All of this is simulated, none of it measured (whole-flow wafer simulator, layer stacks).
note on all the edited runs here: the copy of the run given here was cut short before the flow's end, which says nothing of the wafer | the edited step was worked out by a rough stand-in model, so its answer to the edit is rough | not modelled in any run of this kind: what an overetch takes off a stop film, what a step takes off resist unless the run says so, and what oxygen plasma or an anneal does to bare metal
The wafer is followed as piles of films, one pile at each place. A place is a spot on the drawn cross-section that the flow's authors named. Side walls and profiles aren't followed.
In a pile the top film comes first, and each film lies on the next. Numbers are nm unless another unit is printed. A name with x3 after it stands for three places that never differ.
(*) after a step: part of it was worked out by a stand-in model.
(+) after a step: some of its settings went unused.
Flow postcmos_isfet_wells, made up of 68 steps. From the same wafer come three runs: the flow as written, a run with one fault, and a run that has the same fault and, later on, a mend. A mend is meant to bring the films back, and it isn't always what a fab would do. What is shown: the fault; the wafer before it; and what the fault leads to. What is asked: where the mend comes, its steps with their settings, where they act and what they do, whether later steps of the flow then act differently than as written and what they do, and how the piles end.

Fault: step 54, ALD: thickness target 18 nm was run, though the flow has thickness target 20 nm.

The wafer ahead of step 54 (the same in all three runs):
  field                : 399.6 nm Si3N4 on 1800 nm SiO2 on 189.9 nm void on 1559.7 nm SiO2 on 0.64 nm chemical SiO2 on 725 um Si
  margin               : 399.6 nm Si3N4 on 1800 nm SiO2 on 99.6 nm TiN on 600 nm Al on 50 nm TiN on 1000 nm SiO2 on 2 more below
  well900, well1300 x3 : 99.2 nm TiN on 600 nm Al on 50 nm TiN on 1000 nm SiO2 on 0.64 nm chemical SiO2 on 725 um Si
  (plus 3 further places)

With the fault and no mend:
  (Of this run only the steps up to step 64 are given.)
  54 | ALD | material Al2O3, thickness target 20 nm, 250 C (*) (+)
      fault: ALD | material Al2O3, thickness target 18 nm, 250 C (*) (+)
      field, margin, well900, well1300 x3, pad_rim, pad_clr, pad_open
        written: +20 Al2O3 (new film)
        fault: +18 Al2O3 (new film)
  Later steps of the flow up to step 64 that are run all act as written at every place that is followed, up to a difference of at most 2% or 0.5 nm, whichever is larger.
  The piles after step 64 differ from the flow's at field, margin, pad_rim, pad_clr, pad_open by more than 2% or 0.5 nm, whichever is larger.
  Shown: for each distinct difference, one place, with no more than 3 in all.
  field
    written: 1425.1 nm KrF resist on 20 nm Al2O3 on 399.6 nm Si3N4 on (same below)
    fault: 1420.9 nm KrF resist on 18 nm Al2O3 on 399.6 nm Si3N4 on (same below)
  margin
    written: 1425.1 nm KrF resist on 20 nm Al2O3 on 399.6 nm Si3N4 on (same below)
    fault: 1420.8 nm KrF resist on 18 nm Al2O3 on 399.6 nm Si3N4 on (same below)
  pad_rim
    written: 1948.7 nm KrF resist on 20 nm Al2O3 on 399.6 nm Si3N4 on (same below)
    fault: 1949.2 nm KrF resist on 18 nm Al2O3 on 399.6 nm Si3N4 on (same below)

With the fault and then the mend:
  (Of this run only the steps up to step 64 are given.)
  The mend stands after step 54.
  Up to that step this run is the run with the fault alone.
  54a | ALD | material Al2O3, thickness target 2 nm, 250 C (*) (+) (the flow's step 54, run once more with other settings)
      field, margin, well900, well1300 x3, pad_rim, pad_clr, pad_open
        +2 Al2O3
  Later steps of the flow up to step 64 that are run all act as written at every place that is followed.
  The piles after step 64 are the same as the flow's at every place that both follow.
